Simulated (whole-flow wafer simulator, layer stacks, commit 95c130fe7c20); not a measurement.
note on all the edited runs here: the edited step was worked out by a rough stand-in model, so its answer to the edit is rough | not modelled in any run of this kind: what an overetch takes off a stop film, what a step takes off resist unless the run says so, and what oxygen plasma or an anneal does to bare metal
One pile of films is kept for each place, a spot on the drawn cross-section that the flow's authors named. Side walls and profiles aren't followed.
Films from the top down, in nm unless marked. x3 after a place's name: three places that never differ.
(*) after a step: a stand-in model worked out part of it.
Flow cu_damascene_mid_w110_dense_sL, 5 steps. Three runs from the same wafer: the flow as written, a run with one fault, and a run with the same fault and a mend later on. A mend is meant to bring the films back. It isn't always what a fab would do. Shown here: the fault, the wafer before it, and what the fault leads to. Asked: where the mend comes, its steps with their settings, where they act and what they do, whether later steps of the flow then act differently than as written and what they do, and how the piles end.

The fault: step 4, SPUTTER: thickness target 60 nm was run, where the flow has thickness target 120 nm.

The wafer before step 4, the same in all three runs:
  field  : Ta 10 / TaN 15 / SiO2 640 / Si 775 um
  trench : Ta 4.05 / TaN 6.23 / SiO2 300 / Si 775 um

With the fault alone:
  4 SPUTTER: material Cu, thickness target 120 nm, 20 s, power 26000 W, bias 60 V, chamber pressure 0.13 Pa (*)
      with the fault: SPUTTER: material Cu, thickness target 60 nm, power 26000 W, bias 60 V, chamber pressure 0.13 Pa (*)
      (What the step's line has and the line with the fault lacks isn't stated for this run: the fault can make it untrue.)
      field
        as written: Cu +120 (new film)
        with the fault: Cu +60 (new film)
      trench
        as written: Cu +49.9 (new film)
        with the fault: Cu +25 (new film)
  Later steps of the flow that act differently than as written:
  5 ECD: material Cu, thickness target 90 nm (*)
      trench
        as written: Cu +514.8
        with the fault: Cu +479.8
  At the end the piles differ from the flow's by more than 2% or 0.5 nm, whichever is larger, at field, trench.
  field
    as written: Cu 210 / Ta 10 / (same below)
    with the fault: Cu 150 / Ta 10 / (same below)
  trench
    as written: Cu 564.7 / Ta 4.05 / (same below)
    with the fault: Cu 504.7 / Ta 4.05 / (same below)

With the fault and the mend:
  The mend comes after step 4.
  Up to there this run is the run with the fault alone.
  4a SPUTTER: material Cu, thickness target 60 nm, power 26000 W, bias 60 V, chamber pressure 0.13 Pa (*) (the flow's step 4 once more, with other settings)
      field
        Cu +60
      trench
        Cu +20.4
  No later step of the flow acts differently than as written, at any place that is followed, by more than 2% or 0.5 nm, whichever is larger.
  At the end the piles are the same as the flow's at every place that both follow.
